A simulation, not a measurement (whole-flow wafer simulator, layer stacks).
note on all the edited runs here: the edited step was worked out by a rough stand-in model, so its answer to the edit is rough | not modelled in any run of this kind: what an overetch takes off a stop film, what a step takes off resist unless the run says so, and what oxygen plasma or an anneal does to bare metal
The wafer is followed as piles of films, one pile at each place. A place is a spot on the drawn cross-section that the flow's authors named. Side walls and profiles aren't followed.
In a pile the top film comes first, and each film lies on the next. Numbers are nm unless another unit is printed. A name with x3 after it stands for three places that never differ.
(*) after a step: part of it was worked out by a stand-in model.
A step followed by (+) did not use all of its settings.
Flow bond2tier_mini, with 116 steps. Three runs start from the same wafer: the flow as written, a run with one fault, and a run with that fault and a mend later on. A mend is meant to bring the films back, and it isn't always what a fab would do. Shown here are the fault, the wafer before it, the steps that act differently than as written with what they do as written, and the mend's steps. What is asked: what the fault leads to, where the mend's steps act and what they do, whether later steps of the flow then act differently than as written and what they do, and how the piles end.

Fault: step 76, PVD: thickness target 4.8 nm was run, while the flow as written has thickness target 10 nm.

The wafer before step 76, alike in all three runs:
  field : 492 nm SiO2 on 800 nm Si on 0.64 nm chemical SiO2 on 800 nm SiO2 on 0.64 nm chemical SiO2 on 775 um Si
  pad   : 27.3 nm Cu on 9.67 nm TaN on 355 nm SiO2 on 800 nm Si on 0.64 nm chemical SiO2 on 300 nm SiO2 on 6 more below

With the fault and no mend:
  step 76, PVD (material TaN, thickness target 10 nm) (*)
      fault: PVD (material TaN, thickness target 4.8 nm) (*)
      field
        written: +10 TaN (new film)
        fault: +4.8 TaN (new film)
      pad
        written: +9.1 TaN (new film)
        fault: +4.37 TaN (new film)
  Steps further on in the flow that do not act as written (1 more step, not shown, differs only slightly: by at most 2% or 0.5 nm, whichever is larger):
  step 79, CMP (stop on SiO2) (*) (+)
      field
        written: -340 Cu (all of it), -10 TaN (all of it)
        fault: -340 Cu (all of it), -4.8 TaN (all of it)
  At pad, the piles at the end differ from the flow's by more than 2% or 0.5 nm, whichever is larger.
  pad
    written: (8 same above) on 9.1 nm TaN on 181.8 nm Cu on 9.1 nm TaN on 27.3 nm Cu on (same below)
    fault: (8 same above) on 9.1 nm TaN on 186.5 nm Cu on 4.37 nm TaN on 27.3 nm Cu on (same below)

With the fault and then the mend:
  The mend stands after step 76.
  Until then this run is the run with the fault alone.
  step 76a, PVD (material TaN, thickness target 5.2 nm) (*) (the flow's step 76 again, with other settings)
      field
        +5.2 TaN
      pad
        +4.73 TaN
  None of the later steps of the flow acts differently than as written at any place that is followed.
  By the end, the piles equal the flow's at every place that both follow.
